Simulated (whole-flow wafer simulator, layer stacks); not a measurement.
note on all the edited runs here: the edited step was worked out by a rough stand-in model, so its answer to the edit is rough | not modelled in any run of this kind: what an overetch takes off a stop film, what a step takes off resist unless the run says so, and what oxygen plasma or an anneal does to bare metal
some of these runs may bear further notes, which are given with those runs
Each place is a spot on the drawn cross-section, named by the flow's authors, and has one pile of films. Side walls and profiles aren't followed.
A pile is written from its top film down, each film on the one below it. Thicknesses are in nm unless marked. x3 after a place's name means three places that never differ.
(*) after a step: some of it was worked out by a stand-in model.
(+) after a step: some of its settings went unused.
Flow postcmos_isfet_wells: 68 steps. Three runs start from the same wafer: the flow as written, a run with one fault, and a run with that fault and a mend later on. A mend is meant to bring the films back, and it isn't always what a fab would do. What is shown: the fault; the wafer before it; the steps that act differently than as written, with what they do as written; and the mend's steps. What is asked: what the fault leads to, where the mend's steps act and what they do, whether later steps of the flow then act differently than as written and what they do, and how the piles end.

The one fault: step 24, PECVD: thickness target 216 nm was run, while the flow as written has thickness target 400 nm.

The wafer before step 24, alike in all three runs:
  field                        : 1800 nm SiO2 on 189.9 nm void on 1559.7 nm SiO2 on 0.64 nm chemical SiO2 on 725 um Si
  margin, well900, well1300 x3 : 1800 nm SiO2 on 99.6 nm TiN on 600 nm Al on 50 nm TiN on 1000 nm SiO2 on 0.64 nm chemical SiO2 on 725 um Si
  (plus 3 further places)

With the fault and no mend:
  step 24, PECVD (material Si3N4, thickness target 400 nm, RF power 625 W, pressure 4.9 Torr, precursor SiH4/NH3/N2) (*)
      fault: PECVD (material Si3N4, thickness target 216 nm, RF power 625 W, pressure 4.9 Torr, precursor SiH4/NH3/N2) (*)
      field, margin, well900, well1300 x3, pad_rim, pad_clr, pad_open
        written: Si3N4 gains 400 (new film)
        fault: Si3N4 gains 216 (new film)
  Later steps of the flow acting differently than as written (2 other steps are not shown; they differ only slightly, by no more than 2% or 0.5 nm, whichever is larger):
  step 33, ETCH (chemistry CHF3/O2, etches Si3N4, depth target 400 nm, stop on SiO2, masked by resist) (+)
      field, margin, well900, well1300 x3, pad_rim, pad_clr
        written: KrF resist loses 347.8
        fault: KrF resist loses 281.7
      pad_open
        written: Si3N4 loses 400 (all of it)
        fault: Si3N4 loses 216 (all of it)
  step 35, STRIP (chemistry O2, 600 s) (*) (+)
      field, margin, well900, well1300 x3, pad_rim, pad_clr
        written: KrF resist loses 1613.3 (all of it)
        fault: KrF resist loses 1679.4 (all of it)
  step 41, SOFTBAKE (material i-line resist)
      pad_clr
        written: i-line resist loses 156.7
        fault: i-line resist loses 138.4
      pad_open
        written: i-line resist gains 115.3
        fault: i-line resist gains 107.1
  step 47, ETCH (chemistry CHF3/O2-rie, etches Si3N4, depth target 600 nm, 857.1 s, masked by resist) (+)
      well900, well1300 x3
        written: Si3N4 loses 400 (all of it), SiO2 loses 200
        fault: Si3N4 loses 216 (all of it), SiO2 loses 384
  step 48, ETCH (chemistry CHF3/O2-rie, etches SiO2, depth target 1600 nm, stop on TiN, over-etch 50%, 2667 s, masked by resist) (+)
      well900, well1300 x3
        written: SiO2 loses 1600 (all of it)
        fault: SiO2 loses 1416 (all of it)
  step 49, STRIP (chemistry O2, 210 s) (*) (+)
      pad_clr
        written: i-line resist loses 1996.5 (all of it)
        fault: i-line resist loses 2072.3 (all of it)
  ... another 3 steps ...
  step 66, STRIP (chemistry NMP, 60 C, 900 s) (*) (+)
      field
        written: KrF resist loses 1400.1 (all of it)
        fault: KrF resist loses 1487.4 (all of it)
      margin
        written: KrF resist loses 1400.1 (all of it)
        fault: KrF resist loses 1487.3 (all of it)
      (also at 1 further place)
  At field, margin, pad_rim, pad_clr, the piles at the end differ from the flow's by more than 2% or 0.5 nm, whichever is larger.
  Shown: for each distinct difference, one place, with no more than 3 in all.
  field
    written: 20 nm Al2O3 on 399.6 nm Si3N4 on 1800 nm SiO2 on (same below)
    fault: 20 nm Al2O3 on 215.6 nm Si3N4 on 1800 nm SiO2 on (same below)
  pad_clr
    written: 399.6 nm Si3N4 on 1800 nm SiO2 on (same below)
    fault: 215.6 nm Si3N4 on 1800 nm SiO2 on (same below)

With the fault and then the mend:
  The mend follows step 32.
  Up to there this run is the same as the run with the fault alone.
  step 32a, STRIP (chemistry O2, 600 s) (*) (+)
      field, margin, well900, well1300 x3, pad_rim, pad_clr
        KrF resist loses 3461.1 (all of it)
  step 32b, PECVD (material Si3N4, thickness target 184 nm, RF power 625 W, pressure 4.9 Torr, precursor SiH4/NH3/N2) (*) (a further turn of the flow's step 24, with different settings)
      field, margin, well900, well1300 x3, pad_rim, pad_clr, pad_open
        Si3N4 gains 184
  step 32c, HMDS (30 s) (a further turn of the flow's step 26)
      alters no film at any place that is followed
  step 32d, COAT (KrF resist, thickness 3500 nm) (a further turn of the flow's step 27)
      field, margin, well900, well1300 x3, pad_rim, pad_clr, pad_open
        KrF resist gains 3500 (new film)
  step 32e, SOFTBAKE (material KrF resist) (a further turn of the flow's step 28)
      alters no film at any place that is followed
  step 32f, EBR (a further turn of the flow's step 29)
      alters no film at any place that is followed
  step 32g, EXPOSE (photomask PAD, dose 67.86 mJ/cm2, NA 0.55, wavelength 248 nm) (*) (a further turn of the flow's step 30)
      alters no film at any place that is followed
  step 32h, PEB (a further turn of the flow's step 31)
      field, margin, well900, well1300 x3, pad_rim, pad_clr, pad_open
        KrF resist loses 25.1
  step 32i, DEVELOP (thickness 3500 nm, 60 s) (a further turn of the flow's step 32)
      field, margin, well900, well1300 x3, pad_rim, pad_clr
        KrF resist loses 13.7
      pad_open
        KrF resist loses 3474.9 (all of it)
  Every later step of the flow that is run acts as written at every place that is followed.
  By the end, the piles equal the flow's at every place that both follow.
